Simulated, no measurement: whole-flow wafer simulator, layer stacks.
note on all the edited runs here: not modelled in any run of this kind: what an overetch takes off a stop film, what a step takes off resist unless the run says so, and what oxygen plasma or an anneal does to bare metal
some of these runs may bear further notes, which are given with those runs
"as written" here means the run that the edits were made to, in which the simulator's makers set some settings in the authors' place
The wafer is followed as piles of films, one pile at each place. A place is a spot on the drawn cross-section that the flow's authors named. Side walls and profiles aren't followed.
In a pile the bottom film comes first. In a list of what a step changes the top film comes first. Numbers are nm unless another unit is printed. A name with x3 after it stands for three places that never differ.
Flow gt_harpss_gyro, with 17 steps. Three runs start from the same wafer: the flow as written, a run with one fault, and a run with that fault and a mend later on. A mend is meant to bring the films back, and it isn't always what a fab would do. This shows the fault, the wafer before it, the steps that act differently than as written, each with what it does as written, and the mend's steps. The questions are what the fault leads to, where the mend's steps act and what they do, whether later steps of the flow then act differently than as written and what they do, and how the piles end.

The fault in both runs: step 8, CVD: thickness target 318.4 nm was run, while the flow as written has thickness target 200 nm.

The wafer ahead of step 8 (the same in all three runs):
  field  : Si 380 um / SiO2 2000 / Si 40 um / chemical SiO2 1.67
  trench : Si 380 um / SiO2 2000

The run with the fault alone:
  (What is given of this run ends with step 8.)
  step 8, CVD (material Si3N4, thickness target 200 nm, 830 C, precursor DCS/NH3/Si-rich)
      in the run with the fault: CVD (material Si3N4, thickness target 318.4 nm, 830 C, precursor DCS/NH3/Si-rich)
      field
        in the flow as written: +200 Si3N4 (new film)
        in the run with the fault: +318.4 Si3N4 (new film)
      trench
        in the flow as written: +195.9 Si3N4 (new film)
        in the run with the fault: +311.1 Si3N4 (new film)
  The piles after step 8 differ from the flow's at field, trench by more than 2% or 0.5 nm, whichever is larger.
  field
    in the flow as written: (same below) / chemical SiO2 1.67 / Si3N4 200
    in the run with the fault: (same below) / chemical SiO2 1.67 / Si3N4 318.4
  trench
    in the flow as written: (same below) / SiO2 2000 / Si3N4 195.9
    in the run with the fault: (same below) / SiO2 2000 / Si3N4 311.1

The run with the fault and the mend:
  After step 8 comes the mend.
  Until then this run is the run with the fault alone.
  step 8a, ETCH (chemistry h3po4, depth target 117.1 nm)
      field, trench
        -117.1 Si3N4
  Every later step of the flow that is run acts as written at every place that is followed.
  At the end the piles are close to the flow's at the places that both follow, differing by at most 2% or 0.5 nm, whichever is larger.
